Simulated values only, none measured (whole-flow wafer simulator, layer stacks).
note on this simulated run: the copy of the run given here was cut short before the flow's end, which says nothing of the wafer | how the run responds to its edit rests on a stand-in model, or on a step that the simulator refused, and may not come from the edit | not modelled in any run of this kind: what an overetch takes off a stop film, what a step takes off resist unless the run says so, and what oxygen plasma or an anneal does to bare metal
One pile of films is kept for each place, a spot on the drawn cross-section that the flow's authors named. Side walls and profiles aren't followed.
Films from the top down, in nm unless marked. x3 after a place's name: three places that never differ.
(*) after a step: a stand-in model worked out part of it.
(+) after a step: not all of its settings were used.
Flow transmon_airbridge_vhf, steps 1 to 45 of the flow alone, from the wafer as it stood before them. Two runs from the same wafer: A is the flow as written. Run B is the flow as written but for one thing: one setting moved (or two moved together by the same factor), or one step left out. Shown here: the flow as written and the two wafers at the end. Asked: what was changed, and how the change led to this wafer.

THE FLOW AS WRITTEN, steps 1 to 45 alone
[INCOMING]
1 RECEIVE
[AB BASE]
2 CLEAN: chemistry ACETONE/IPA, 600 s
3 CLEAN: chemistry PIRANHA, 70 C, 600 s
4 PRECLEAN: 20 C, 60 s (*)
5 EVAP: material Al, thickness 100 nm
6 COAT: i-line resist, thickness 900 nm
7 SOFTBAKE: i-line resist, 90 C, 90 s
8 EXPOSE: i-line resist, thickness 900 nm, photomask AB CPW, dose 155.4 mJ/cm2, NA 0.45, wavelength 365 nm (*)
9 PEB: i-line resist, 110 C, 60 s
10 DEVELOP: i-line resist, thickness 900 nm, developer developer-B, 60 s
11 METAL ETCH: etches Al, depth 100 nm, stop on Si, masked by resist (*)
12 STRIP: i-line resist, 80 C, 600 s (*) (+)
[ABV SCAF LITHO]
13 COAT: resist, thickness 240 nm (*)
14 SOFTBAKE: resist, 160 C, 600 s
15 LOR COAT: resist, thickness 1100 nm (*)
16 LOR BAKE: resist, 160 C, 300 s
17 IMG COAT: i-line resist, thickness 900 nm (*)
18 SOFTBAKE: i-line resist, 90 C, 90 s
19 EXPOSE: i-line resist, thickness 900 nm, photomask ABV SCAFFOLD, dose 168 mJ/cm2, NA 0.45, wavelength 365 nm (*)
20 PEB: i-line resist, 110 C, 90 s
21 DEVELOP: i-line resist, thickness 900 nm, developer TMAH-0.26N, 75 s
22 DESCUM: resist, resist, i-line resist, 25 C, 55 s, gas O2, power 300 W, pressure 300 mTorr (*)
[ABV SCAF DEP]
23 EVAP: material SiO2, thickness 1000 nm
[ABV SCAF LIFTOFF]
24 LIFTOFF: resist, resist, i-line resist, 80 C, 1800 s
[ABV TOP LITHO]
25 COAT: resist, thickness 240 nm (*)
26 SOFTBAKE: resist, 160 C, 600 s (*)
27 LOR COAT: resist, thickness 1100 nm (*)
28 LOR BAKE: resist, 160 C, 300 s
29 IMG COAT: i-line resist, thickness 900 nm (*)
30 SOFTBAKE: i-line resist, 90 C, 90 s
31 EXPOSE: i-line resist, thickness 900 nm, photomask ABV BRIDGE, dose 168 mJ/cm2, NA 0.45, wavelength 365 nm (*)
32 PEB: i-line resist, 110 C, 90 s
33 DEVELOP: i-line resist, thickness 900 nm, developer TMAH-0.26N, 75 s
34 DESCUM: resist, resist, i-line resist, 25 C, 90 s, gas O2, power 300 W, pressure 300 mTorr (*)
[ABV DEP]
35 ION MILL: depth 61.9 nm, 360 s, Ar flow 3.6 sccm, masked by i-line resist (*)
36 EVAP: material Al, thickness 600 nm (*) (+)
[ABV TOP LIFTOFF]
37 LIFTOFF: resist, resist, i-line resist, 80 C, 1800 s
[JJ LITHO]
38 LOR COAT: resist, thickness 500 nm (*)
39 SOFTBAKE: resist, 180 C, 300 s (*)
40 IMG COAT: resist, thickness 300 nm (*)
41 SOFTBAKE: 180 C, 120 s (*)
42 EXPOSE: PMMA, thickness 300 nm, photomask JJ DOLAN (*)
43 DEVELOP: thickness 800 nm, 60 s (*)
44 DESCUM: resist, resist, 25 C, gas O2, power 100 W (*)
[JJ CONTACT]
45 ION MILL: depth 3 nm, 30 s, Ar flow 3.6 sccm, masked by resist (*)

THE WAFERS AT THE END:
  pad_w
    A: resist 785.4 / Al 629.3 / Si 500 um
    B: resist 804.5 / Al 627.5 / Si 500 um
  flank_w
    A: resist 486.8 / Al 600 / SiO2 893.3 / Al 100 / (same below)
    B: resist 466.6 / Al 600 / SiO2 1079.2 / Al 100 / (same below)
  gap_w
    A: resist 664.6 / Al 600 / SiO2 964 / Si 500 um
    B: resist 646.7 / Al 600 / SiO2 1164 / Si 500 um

The cause: step 23, EVAP: thickness 1200 nm was run, where the flow has thickness 1000 nm.

How the change led to this, step by step:
  23 EVAP: material SiO2, thickness 1000 nm
      field x3, jj_line, ground_far and 10 more: A SiO2 +1000 (new film) | B SiO2 +1200 (new film)
      flank_w, flank_e: A SiO2 +929.3 (new film) | B SiO2 +1115.2 (new film)
  24 LIFTOFF: resist, resist, i-line resist, 80 C, 1800 s
      field x3, jj_line, trace_open_s x2: A SiO2 -1000 (all of it), i-line resist -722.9 (all of it), resist -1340 (all of it) | B SiO2 -1200 (all of it), i-line resist -722.9 (all of it), resist -1340 (all of it)
      pad_w, pad_e: A SiO2 -1000 (all of it), i-line resist -718 (all of it), resist -1330.2 (all of it) | B SiO2 -1200 (all of it), i-line resist -718 (all of it), resist -1330.2 (all of it)
      (and at 1 more place)
  25 COAT: resist, thickness 240 nm (*)
      flank_w, flank_e: A resist +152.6 (new film) | B resist +147.6 (new film)
      gap_w, gap_e: A resist +210.7 (new film) | B resist +202.1 (new film)
      (and at 6 more places)
  27 LOR COAT: resist, thickness 1100 nm (*)
      gap_w, gap_e: A resist +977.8 | B resist +951.1
      margin_s, margin_n: A resist +823.4 | B resist +778.5
      (and at 6 more places)
  29 IMG COAT: i-line resist, thickness 900 nm (*)
      gap_w, gap_e: A i-line resist +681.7 (new film) | B i-line resist +637.6 (new film)
      margin_s, margin_n: A i-line resist +603.2 (new film) | B i-line resist +539.8 (new film)
      (and at 5 more places)
  32 PEB: i-line resist, 110 C, 90 s
      flank_w, flank_e: A i-line resist -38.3 | B i-line resist -36.3
      gap_w, gap_e: A i-line resist -34.7 | B i-line resist -32.4
      (and at 5 more places)
  33 DEVELOP: i-line resist, thickness 900 nm, developer TMAH-0.26N, 75 s
      gap_w, gap_e: A i-line resist -646.9 (all of it), resist -977.8 | B i-line resist -605.1 (all of it), resist -951.1
      pad_w: A i-line resist -937.2 (all of it), resist -1247.8 | B i-line resist -953.8 (all of it), resist -1279.6
      (and at 5 more places)
  34 DESCUM: resist, resist, i-line resist, 25 C, 90 s, gas O2, power 300 W, pressure 300 mTorr (*)
      flank_w, flank_e: A resist -152.6 (all of it) | B resist -147.6 (all of it)
      gap_w, gap_e: A resist -210.7 (all of it) | B resist -202.1 (all of it)
      (and at 4 more places)
  37 LIFTOFF: resist, resist, i-line resist, 80 C, 1800 s
      margin_s, margin_n: A Al -600 (all of it), i-line resist -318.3 (all of it), resist -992 (all of it) | B Al -600 (all of it), i-line resist -258.2 (all of it), resist -935.9 (all of it)
      ground_far: A Al -600 (all of it), i-line resist -717.9 (all of it), resist -1384.9 (all of it) | B Al -600 (all of it), i-line resist -742.5 (all of it), resist -1390.3 (all of it)
  38 LOR COAT: resist, thickness 500 nm (*)
      pad_w, pad_e: A resist +517 (new film) | B resist +529.6 (new film)
      flank_w, flank_e: A resist +306.5 (new film) | B resist +292.4 (new film)
      (and at 5 more places)
  40 IMG COAT: resist, thickness 300 nm (*)
      pad_w, pad_e: A resist +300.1 | B resist +306.6
      flank_w, flank_e: A resist +212.1 | B resist +206
      (and at 6 more places)
